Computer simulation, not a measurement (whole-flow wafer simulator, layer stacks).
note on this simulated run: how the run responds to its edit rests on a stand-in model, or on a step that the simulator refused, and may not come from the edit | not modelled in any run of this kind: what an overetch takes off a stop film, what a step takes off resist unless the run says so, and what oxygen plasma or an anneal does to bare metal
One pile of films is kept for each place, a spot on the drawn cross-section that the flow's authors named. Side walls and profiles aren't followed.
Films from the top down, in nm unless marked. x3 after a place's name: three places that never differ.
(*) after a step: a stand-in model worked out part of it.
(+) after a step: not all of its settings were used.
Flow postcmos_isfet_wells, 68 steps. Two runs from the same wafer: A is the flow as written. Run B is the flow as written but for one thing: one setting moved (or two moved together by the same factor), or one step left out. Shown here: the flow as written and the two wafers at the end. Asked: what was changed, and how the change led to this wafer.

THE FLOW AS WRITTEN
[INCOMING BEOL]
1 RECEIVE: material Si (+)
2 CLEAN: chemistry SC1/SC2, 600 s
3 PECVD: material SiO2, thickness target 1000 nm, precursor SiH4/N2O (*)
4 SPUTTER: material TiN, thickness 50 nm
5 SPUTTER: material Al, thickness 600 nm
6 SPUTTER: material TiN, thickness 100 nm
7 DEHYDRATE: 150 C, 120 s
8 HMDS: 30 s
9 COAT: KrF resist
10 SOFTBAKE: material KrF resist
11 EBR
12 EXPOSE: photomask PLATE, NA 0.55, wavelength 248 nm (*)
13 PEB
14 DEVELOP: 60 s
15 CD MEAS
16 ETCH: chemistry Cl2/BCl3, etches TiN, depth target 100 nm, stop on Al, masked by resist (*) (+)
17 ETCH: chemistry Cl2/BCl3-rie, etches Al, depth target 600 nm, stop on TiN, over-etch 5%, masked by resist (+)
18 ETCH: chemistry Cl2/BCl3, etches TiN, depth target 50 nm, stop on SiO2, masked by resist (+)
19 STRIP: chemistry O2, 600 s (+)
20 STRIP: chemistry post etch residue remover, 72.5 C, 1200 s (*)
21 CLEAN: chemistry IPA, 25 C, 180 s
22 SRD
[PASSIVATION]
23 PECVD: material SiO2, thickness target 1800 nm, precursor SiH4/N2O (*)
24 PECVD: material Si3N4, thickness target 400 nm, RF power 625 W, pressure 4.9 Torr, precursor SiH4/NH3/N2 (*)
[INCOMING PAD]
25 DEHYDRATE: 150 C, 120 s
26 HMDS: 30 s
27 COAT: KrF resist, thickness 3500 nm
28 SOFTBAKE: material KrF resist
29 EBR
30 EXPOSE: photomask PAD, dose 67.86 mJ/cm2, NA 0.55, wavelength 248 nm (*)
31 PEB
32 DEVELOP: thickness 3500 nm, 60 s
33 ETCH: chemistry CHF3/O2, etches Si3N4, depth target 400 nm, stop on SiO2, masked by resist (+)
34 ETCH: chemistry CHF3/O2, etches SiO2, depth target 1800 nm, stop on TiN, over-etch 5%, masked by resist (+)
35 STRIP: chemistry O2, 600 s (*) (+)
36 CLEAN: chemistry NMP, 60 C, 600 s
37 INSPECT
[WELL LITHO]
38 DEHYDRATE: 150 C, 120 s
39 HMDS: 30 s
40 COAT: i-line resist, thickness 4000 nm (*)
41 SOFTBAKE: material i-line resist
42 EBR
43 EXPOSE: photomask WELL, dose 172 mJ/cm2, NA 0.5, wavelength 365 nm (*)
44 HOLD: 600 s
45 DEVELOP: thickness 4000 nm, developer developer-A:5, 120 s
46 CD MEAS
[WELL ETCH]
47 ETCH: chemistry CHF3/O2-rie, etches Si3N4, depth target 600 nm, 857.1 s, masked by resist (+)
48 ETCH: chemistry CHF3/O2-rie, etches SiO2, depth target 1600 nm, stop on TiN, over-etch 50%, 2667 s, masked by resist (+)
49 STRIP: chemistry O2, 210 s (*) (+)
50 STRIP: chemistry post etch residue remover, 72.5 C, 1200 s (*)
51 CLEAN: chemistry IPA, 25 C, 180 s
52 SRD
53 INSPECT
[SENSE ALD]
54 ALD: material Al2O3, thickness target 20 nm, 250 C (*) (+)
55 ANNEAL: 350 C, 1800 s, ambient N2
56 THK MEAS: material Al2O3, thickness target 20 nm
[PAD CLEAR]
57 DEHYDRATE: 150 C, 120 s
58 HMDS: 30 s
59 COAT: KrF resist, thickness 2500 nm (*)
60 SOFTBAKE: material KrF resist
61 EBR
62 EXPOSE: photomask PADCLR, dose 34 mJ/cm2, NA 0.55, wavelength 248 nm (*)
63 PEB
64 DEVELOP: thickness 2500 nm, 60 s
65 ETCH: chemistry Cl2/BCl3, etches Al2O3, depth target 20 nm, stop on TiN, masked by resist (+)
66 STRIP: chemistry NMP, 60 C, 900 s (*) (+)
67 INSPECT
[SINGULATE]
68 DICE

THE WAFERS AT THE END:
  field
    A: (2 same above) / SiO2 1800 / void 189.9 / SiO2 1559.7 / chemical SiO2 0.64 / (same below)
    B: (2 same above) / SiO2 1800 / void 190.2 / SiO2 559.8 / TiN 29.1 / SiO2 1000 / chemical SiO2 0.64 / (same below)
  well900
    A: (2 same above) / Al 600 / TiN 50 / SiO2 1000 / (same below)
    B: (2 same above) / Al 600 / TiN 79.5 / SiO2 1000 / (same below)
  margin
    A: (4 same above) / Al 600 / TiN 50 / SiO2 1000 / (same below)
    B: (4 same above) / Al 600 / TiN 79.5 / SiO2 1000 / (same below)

The cause: step 4, SPUTTER: thickness 79.5 nm was run, where the flow has thickness 50 nm.
It can be read off the wafer: well900 has TiN 79.5, and step 4 as written asks for 50 nm.

How the change led to this, step by step:
  4 SPUTTER: material TiN, thickness 50 nm
      field, margin, well900, well1300 x3, pad_rim, pad_clr, pad_open: A TiN +50 (new film) | B TiN +79.5 (new film)
  18 ETCH: chemistry Cl2/BCl3, etches TiN, depth target 50 nm, stop on SiO2, masked by resist (+)
      field: A TiN -50 (all of it) | B TiN -50
  23 PECVD: material SiO2, thickness target 1800 nm, precursor SiH4/N2O (*)
      field: A SiO2 +1800 (new film), void +189.9 (new film), SiO2 +559.7 | B SiO2 +1800 (new film), void +190.2 (new film), SiO2 +559.8 (new film)
Counting metal films that touch as one body, field has 1 body; the flow as written gives 0 bodies.
